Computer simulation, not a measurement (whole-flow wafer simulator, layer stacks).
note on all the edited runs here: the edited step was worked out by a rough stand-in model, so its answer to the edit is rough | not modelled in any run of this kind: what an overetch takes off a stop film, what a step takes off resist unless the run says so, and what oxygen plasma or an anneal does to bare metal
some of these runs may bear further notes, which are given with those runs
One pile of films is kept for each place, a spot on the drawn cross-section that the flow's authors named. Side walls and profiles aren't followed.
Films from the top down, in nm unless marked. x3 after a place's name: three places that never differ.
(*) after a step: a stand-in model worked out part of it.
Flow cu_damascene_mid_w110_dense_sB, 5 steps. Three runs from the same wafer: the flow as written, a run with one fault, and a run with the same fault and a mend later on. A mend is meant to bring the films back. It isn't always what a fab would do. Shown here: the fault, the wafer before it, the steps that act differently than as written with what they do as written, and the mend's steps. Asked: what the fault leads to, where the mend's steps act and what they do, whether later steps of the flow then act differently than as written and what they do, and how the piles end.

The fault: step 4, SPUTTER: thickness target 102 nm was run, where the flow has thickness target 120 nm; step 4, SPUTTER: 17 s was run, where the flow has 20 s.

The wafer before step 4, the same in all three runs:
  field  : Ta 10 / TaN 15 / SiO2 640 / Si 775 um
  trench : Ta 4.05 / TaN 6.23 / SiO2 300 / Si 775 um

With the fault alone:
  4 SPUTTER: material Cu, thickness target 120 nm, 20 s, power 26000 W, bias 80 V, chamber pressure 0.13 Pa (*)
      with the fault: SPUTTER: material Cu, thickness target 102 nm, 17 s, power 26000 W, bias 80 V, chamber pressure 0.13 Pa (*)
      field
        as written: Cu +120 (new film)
        with the fault: Cu +102 (new film)
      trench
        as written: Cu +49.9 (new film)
        with the fault: Cu +42.4 (new film)
  Later steps of the flow that act differently than as written:
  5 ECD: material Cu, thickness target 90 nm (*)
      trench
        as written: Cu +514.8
        with the fault: Cu +504.3
  At the end the piles differ from the flow's by more than 2% or 0.5 nm, whichever is larger, at field, trench.
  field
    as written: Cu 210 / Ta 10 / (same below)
    with the fault: Cu 192 / Ta 10 / (same below)
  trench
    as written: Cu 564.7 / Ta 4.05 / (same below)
    with the fault: Cu 546.7 / Ta 4.05 / (same below)

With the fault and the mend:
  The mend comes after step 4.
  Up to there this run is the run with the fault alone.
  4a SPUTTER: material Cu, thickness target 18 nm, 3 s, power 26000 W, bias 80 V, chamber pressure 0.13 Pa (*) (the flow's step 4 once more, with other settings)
      field
        Cu +18
      trench
        Cu +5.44
  No later step of the flow acts differently than as written, at any place that is followed, by more than 2% or 0.5 nm, whichever is larger.
  At the end the piles are the same as the flow's at every place that both follow.
